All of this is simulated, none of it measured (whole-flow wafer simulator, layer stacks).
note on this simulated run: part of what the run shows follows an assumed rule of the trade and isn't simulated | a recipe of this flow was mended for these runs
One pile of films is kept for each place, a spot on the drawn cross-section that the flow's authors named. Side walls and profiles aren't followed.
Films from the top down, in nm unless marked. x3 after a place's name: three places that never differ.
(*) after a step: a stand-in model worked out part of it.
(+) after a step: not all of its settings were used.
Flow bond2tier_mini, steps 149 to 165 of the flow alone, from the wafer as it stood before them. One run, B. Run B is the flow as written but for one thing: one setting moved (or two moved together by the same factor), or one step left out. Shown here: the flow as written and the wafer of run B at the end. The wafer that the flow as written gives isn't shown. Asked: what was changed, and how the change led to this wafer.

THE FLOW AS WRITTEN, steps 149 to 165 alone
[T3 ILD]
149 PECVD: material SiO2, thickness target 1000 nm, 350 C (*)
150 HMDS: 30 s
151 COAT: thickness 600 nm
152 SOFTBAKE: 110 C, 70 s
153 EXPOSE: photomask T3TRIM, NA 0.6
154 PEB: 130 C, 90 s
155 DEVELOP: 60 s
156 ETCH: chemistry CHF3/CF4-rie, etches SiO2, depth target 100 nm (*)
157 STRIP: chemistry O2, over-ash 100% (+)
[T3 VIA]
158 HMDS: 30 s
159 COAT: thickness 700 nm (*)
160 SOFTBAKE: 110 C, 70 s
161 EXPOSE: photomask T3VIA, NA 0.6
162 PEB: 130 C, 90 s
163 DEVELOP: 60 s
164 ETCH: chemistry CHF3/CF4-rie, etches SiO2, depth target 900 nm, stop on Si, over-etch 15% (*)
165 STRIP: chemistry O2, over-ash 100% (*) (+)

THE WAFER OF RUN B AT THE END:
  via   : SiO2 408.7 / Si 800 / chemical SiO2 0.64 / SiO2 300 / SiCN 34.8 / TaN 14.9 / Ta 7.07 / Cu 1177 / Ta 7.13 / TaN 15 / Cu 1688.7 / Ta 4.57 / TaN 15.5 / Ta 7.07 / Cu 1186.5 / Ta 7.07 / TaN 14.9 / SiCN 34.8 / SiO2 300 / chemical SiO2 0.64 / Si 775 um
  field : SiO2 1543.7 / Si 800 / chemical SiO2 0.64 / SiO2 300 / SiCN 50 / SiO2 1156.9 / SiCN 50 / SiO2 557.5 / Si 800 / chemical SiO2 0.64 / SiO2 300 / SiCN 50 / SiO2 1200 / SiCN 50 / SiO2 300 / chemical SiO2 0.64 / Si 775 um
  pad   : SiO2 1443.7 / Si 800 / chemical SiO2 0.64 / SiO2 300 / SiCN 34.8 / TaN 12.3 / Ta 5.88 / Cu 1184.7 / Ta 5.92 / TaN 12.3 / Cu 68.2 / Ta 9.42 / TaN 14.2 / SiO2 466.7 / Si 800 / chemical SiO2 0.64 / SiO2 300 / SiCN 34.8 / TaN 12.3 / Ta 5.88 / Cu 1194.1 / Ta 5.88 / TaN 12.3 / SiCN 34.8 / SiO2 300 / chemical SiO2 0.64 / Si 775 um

The cause: step 149, PECVD: thickness target 1544 nm was run, where the flow has thickness target 1000 nm.
It can be read off the wafer: field has SiO2 1543.7, and step 149 as written asks for 1000 nm.

How the change led to this, step by step:
  149 PECVD: material SiO2, thickness target 1000 nm, 350 C (*)
      field, pad, via: SiO2 +1543.7 (new film) (as written it would be: SiO2 +1000 (new film))
  164 ETCH: chemistry CHF3/CF4-rie, etches SiO2, depth target 900 nm, stop on Si, over-etch 15% (*)
      via: SiO2 -1035 (as written it would be: SiO2 -900 (all of it), Si -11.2)
